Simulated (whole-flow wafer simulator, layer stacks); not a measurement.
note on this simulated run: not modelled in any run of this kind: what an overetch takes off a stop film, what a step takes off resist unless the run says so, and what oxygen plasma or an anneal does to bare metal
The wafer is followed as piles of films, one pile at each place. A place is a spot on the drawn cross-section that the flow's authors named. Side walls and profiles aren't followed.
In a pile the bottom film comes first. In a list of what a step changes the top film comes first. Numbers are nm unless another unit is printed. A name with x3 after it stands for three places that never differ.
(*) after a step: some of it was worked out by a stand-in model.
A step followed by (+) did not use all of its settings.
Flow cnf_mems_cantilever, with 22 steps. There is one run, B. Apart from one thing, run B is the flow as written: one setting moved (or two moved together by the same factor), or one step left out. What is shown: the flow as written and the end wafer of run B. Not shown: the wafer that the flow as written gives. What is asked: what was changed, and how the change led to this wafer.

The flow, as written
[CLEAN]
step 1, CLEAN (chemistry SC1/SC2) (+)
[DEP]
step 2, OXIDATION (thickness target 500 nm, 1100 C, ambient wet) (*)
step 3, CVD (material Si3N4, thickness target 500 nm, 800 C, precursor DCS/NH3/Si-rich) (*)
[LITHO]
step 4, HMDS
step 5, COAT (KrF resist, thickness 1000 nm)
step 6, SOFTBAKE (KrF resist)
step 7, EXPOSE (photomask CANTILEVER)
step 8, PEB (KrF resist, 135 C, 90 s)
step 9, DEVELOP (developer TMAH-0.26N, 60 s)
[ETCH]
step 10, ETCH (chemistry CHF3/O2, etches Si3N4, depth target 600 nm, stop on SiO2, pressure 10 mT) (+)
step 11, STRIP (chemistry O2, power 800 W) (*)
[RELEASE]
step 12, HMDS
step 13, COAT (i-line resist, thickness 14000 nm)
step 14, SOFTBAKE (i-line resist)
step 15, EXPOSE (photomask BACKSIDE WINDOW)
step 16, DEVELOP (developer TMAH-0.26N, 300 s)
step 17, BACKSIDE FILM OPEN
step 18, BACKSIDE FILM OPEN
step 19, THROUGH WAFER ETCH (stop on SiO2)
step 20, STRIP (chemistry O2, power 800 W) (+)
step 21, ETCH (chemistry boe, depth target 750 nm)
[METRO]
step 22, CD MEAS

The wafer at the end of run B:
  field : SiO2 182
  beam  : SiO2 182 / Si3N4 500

The reason: step 21, ETCH: depth target 318 nm was run, while the flow as written has depth target 750 nm.

Step by step, how the change led to this:
  step 21, ETCH (chemistry boe, depth target 750 nm)
      field: -318 SiO2 (as written it would have been: -500 SiO2 (all of it))
      beam: under 1 film: -318 SiO2 (as written it would have been: under 1 film: -500 SiO2 (all of it))
